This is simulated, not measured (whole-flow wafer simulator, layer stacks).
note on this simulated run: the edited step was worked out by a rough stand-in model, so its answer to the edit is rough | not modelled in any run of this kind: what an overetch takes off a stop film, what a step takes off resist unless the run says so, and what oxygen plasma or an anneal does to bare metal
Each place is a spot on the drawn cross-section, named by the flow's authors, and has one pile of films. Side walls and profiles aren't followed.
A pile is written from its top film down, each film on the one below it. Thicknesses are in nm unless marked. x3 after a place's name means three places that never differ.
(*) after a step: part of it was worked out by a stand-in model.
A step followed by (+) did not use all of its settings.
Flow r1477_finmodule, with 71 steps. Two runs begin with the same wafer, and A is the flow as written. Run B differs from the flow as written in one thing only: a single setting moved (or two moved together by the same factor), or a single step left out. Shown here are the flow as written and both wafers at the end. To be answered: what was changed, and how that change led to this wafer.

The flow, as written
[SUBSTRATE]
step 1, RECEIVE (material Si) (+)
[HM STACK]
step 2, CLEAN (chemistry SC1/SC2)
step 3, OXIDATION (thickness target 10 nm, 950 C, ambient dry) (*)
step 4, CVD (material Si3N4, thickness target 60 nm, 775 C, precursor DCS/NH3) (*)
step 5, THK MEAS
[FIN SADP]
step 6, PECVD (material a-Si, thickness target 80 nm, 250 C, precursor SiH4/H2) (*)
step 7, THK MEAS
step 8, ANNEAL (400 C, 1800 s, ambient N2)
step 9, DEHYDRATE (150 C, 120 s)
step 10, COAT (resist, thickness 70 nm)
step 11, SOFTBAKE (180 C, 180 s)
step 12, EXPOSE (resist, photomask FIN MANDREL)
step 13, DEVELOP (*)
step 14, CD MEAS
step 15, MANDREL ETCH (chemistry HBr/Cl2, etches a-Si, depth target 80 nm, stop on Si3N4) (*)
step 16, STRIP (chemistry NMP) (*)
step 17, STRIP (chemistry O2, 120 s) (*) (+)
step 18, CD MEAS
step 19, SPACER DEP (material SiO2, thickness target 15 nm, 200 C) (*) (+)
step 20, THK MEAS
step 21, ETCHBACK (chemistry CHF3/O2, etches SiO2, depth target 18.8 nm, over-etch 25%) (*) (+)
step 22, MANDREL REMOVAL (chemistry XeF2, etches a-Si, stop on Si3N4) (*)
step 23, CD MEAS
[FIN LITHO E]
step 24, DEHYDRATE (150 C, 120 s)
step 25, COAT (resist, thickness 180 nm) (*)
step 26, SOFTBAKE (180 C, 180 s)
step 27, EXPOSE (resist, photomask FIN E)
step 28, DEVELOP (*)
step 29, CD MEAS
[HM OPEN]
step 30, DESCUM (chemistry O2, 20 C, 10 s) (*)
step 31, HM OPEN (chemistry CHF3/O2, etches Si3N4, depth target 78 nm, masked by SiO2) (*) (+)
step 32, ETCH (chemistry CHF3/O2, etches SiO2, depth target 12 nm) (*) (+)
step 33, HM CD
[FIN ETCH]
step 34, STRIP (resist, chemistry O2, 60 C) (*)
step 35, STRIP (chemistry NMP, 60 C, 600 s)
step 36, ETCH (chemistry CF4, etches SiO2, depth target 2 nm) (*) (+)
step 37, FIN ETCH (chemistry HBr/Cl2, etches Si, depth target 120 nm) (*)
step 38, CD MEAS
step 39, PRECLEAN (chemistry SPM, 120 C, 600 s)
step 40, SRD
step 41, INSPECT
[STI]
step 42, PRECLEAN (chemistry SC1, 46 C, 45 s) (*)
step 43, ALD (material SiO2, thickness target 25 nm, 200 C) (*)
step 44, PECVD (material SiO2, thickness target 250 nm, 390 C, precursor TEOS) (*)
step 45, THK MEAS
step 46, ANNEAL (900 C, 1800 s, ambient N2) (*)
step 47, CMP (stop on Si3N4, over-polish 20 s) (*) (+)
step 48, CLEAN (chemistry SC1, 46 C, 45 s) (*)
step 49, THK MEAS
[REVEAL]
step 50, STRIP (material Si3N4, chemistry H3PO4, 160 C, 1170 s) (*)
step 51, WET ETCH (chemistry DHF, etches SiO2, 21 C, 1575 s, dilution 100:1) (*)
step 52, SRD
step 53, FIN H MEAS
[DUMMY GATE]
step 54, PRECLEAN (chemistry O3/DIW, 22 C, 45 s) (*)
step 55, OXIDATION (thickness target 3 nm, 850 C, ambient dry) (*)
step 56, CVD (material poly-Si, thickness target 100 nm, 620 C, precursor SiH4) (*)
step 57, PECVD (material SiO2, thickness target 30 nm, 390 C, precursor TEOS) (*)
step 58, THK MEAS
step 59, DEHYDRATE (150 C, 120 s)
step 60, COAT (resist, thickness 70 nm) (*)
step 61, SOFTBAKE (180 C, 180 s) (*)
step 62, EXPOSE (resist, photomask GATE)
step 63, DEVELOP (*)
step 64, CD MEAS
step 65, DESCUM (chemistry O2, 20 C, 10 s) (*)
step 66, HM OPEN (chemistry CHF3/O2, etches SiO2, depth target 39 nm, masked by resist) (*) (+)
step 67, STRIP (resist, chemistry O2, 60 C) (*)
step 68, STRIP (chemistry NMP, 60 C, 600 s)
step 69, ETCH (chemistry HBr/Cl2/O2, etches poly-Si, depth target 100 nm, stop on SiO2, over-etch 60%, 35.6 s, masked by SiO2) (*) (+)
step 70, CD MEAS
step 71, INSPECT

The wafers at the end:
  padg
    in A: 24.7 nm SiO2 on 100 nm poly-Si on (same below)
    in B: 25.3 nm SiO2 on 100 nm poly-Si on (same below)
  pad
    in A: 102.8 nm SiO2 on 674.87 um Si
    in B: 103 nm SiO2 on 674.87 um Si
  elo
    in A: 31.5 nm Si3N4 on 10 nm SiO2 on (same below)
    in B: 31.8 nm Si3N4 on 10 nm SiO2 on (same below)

What caused this: step 69, ETCH: depth target 89 nm was run, whereas the flow has depth target 100 nm; step 69, ETCH: 31.7 s was run, where the flow has 35.6 s.

The path from the change to this, step by step:
  step 69, ETCH (chemistry HBr/Cl2/O2, etches poly-Si, depth target 100 nm, stop on SiO2, over-etch 60%, 35.6 s, masked by SiO2) (*) (+)
      padg, elg, esg and 15 more: A -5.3 SiO2 | B -4.72 SiO2
